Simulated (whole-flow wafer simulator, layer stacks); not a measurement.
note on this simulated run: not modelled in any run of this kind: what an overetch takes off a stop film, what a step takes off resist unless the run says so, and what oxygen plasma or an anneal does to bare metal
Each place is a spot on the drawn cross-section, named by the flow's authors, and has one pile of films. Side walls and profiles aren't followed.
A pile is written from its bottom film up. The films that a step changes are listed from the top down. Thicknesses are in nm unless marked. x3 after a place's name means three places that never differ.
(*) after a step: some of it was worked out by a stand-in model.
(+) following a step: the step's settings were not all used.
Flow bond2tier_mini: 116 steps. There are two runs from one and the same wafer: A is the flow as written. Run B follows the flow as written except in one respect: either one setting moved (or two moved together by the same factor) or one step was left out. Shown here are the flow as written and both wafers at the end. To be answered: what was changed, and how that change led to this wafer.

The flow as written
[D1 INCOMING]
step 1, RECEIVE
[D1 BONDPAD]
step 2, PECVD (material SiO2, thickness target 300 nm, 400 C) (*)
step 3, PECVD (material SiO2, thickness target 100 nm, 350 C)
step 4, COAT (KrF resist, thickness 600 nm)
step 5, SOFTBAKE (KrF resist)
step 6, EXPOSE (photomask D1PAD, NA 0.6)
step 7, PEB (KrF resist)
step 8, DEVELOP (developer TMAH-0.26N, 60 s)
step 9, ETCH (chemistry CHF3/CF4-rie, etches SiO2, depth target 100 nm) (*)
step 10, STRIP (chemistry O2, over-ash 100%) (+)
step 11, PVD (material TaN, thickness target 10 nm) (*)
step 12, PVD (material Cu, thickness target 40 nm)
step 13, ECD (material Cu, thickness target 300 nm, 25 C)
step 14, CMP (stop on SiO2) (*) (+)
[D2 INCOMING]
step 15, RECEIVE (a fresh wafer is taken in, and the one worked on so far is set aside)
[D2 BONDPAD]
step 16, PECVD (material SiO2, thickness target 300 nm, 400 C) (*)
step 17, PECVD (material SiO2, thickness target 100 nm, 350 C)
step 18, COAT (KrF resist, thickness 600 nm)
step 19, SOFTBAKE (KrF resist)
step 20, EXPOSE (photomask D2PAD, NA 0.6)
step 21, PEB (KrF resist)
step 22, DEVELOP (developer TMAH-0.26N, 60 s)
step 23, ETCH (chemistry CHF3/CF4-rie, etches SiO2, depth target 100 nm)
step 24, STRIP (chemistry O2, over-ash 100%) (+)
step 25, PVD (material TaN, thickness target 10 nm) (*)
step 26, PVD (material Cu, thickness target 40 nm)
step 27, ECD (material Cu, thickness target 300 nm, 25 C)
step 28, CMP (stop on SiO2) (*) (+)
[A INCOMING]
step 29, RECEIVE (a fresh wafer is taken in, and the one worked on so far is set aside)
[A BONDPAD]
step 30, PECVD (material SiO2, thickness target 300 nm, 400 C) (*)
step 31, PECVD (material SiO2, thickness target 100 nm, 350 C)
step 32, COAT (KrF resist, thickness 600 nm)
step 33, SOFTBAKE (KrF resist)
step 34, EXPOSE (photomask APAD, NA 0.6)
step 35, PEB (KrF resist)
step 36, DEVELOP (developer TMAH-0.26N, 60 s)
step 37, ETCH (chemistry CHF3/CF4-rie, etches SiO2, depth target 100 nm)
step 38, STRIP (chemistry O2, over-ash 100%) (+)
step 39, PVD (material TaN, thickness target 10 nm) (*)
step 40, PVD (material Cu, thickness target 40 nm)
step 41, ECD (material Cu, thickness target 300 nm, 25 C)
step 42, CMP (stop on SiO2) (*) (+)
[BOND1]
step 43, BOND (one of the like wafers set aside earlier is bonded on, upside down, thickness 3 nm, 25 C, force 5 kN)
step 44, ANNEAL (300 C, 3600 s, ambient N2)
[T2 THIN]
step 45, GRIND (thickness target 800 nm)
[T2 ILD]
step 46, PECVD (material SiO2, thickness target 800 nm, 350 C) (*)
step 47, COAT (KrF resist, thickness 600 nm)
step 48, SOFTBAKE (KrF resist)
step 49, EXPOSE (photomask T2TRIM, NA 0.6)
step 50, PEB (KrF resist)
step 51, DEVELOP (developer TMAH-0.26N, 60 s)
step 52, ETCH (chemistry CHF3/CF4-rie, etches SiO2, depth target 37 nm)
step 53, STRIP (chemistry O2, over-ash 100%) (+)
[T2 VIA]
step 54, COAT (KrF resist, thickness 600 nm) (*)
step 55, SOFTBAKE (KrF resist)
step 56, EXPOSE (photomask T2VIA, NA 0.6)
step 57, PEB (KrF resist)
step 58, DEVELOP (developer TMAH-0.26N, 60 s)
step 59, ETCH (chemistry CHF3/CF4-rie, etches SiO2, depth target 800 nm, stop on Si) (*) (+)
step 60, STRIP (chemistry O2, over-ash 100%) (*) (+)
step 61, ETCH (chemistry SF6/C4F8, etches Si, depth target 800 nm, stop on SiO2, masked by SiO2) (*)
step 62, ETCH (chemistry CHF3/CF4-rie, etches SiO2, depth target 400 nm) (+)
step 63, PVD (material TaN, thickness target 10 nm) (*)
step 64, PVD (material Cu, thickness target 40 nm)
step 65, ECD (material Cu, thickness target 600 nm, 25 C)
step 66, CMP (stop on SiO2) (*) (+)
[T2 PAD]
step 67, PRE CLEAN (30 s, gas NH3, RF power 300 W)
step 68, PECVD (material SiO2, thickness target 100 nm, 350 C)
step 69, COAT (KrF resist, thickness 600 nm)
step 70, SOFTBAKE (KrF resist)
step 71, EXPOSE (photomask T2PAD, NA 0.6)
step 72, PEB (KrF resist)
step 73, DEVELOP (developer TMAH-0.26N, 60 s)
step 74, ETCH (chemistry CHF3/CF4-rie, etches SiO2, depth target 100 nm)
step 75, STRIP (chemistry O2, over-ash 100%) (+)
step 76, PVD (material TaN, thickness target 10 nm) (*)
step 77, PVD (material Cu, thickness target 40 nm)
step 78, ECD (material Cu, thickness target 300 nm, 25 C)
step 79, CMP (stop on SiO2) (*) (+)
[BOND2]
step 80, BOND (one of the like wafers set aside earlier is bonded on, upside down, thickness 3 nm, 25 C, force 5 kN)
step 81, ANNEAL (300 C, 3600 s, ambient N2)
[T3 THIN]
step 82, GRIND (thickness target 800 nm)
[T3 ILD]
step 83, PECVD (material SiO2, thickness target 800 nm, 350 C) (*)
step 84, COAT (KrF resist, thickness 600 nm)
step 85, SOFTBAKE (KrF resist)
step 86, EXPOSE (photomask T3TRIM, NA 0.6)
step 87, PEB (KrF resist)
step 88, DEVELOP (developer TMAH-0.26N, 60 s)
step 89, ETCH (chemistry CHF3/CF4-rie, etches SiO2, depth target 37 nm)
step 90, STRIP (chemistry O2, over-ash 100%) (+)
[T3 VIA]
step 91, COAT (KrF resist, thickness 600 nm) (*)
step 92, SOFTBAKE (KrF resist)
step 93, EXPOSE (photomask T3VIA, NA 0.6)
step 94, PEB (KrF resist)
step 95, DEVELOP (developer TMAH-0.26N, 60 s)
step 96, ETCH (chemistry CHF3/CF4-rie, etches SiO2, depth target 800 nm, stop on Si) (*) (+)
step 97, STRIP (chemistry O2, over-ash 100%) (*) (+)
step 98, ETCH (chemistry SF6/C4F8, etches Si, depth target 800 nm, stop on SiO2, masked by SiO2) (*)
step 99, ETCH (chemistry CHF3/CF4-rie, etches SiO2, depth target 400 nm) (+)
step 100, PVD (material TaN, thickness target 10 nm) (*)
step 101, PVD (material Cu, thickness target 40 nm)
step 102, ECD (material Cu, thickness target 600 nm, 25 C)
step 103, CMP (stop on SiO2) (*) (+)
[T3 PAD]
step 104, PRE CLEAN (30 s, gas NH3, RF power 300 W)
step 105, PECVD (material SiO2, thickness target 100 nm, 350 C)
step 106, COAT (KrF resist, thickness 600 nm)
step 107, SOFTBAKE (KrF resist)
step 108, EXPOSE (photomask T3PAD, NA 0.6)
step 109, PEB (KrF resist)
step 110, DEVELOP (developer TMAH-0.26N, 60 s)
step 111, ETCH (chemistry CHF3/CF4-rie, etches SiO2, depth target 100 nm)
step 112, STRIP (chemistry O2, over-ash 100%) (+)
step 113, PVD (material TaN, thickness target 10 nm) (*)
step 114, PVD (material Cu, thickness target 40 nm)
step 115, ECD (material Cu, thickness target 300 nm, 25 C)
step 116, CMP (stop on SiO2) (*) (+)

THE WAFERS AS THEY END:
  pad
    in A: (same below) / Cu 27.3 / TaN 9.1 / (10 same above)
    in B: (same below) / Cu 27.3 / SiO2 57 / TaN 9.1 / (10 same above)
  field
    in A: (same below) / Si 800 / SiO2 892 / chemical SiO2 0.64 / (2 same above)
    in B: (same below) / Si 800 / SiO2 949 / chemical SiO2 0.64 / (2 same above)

The reason: step 68, PECVD: thickness target 157 nm was run, though the flow has thickness target 100 nm.

How this came from the change, step by step:
  step 68, PECVD (material SiO2, thickness target 100 nm, 350 C)
      field: A +100 SiO2 | B +157 SiO2
      pad: A +100 SiO2 (new film) | B +157 SiO2 (new film)
  step 74, ETCH (chemistry CHF3/CF4-rie, etches SiO2, depth target 100 nm)
      pad: A -100 SiO2 (all of it) | B -100 SiO2
With metal films that touch counted as one body, pad has 4 bodies (between them, from the top down: SiO2 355 / Si 800 / chemical SiO2 0.64 / SiO2 300; SiO2 57; SiO2 355 / Si 800 / chemical SiO2 0.64 / SiO2 300); the flow as written gives 3 bodies (between them, from the top down: SiO2 355 / Si 800 / chemical SiO2 0.64 / SiO2 300; SiO2 355 / Si 800 / chemical SiO2 0.64 / SiO2 300).
